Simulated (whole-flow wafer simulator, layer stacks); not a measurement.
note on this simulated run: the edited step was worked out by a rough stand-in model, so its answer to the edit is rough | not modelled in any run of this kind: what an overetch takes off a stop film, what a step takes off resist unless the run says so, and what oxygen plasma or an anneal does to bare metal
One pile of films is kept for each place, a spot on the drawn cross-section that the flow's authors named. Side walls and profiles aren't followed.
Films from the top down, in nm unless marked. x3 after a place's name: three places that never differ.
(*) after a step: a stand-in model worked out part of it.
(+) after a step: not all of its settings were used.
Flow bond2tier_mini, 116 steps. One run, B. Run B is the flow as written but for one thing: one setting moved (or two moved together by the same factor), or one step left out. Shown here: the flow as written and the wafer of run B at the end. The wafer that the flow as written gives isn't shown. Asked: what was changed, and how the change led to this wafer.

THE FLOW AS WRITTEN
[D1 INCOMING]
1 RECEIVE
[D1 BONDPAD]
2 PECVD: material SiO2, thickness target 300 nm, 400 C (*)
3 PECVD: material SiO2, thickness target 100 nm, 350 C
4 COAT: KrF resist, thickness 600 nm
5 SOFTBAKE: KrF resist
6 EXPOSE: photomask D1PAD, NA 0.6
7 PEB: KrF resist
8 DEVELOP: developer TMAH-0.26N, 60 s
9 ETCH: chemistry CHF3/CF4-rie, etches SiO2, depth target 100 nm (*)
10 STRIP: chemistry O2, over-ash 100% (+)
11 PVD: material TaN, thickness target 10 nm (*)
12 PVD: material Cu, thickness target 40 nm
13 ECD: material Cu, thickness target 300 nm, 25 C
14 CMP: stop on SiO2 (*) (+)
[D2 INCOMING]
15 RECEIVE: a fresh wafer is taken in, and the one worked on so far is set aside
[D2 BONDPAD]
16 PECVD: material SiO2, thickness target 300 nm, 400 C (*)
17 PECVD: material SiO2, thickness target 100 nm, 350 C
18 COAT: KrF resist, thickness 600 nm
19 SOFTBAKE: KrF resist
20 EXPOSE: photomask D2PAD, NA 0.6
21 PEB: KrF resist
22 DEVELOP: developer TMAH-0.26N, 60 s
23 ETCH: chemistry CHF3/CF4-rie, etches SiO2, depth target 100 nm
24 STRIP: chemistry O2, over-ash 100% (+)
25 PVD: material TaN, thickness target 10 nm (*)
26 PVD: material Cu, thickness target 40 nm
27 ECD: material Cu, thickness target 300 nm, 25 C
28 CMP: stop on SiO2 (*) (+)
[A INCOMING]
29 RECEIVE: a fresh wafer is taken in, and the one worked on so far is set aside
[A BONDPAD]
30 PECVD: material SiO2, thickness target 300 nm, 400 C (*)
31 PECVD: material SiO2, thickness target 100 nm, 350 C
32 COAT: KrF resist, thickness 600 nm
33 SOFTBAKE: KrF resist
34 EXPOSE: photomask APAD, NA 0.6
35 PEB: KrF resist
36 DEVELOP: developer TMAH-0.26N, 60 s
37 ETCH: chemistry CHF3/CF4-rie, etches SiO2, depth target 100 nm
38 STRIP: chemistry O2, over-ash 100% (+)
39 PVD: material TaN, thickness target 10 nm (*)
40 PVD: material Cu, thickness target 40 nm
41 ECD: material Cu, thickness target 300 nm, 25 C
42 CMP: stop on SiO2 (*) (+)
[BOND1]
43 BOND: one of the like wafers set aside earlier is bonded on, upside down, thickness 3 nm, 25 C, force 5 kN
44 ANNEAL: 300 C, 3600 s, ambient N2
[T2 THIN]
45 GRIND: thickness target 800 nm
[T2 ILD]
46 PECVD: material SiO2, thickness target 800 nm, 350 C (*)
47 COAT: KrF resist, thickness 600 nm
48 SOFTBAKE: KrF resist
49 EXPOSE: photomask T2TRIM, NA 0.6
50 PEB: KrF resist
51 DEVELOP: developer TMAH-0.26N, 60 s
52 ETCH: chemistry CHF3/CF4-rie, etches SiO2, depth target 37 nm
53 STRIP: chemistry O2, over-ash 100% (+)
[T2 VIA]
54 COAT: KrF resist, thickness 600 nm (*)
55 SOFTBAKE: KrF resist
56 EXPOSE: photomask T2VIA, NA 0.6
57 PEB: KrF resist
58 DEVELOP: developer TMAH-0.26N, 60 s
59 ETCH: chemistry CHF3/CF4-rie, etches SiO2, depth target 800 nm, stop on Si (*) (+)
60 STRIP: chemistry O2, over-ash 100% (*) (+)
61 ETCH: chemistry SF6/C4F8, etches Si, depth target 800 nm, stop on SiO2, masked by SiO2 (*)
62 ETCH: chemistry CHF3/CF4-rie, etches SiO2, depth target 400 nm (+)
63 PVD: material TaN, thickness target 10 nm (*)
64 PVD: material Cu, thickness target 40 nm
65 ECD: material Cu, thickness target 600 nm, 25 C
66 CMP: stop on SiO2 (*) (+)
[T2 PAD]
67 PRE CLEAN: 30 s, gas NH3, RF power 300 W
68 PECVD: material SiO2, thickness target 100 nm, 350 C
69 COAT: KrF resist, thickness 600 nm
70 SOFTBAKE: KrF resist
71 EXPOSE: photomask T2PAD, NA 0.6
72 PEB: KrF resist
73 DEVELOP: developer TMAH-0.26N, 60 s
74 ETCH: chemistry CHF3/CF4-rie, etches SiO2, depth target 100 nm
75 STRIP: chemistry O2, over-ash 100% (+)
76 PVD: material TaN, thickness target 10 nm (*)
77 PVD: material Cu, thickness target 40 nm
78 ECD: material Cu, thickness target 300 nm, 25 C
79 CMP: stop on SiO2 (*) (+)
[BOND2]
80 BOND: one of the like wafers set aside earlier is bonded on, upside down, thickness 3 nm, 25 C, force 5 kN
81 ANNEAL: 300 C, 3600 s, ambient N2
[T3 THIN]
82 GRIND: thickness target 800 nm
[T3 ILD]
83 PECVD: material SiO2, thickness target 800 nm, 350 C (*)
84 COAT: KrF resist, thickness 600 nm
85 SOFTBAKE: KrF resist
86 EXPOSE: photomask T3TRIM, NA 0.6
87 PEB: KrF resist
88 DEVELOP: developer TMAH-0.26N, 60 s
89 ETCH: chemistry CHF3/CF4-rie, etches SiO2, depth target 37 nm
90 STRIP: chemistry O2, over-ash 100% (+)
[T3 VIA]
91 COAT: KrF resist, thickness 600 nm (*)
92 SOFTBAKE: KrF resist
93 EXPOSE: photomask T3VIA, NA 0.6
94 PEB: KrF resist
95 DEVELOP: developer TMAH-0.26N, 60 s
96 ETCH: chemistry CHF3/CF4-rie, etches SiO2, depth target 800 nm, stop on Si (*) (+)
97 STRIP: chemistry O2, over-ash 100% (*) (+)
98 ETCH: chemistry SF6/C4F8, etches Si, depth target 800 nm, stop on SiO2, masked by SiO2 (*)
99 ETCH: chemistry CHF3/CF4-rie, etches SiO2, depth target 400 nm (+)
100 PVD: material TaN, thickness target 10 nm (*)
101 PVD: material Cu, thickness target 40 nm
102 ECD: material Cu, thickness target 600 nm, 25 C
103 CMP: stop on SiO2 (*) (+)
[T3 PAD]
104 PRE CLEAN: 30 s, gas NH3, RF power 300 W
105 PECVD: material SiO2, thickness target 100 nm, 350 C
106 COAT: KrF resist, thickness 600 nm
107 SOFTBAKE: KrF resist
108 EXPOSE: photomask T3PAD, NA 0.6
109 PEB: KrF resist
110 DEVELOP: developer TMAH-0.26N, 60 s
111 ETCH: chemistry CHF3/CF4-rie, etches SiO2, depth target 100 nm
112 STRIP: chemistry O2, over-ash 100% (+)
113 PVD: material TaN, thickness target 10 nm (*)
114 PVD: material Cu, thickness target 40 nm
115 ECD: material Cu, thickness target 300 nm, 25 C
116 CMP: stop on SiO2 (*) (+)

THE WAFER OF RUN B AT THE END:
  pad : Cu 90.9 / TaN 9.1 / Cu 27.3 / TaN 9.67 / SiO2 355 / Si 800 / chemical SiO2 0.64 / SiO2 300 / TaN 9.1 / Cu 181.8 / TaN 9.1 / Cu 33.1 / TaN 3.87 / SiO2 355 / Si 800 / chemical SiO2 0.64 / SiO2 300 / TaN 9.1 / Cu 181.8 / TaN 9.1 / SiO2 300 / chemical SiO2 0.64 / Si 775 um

The cause: step 63, PVD: thickness target 4 nm was run, where the flow has thickness target 10 nm.

How the change led to this, step by step:
  63 PVD: material TaN, thickness target 10 nm (*)
      field: TaN +4 (new film) (as written it would be: TaN +10 (new film))
      pad: TaN +3.87 (new film) (as written it would be: TaN +9.67 (new film))
  66 CMP: stop on SiO2 (*) (+)
      field: Cu -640 (all of it), TaN -4 (all of it) (as written it would be: Cu -640 (all of it), TaN -10 (all of it))
